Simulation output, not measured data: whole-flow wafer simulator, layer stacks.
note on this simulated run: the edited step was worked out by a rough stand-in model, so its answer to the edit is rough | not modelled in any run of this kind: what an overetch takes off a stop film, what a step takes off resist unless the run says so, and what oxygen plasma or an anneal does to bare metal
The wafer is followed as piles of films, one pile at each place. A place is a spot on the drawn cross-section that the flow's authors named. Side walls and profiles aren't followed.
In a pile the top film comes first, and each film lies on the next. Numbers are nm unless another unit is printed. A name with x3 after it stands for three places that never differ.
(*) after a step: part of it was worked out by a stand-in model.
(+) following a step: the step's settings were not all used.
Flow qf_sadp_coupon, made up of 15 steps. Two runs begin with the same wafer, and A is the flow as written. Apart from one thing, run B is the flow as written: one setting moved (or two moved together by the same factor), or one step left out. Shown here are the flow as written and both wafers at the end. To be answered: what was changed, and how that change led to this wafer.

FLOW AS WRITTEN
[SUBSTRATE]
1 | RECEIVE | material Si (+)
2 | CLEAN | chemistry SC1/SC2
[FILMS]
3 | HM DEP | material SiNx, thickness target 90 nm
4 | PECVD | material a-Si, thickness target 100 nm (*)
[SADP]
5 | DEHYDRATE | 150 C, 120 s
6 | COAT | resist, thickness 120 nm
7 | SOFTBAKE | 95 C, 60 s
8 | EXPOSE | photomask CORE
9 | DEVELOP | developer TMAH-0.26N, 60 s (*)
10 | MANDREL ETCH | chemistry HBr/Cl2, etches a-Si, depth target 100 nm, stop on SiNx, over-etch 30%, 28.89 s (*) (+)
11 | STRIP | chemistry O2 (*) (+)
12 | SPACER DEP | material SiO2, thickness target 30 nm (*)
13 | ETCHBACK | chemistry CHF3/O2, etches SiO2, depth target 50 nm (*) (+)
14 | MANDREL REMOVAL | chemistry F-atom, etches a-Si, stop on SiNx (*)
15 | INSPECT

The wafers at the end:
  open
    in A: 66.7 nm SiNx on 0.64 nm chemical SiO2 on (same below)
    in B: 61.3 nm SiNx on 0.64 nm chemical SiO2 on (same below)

Cause: step 4, PECVD: thickness target 62.5 nm was run, while the flow as written has thickness target 100 nm.

Step by step, how the change led to this:
  4 | PECVD | material a-Si, thickness target 100 nm (*)
      m, open: A +100 a-Si (new film) | B +62.5 a-Si (new film)
  10 | MANDREL ETCH | chemistry HBr/Cl2, etches a-Si, depth target 100 nm, stop on SiNx, over-etch 30%, 28.89 s (*) (+)
      open: A -100 a-Si (all of it), -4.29 SiNx | B -62.5 a-Si (all of it), -9.64 SiNx
  14 | MANDREL REMOVAL | chemistry F-atom, etches a-Si, stop on SiNx (*)
      m: A -95.8 a-Si (all of it) | B -58.3 a-Si (all of it)
